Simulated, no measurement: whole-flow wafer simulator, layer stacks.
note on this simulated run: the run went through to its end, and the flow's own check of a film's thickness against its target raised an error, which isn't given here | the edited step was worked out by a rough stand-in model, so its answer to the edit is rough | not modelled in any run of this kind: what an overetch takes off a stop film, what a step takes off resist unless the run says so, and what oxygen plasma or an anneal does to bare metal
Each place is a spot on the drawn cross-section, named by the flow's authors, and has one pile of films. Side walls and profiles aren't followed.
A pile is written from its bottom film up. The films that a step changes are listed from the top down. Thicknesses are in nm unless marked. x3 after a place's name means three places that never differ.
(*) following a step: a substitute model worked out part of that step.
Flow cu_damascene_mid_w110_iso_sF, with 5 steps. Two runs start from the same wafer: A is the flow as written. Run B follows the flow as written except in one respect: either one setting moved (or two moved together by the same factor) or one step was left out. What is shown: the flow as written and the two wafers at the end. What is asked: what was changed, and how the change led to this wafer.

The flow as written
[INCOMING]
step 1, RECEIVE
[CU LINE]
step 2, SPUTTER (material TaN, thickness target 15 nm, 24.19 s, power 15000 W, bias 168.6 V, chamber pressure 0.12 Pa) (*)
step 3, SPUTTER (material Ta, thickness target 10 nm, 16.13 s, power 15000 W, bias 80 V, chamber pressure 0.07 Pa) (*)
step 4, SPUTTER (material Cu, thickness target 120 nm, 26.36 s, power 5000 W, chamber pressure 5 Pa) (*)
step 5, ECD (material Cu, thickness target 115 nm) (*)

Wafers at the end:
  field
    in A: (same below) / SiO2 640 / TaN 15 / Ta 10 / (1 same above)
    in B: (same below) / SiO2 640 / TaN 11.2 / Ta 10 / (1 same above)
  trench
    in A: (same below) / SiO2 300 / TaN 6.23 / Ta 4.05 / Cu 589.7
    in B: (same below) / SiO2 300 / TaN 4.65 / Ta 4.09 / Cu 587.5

The reason: step 2, SPUTTER: thickness target 11.2 nm was run, while the flow as written has thickness target 15 nm; step 2, SPUTTER: 18.14 s was run, where the flow has 24.19 s.
The wafer itself shows it: field has TaN 11.2, and step 2 as written asks for 15 nm.

Step by step, how the change led to this:
  step 2, SPUTTER (material TaN, thickness target 15 nm, 24.19 s, power 15000 W, bias 168.6 V, chamber pressure 0.12 Pa) (*)
      field: A TaN gains 15 (new film) | B TaN gains 11.2 (new film)
      trench: A TaN gains 6.23 (new film) | B TaN gains 4.65 (new film)
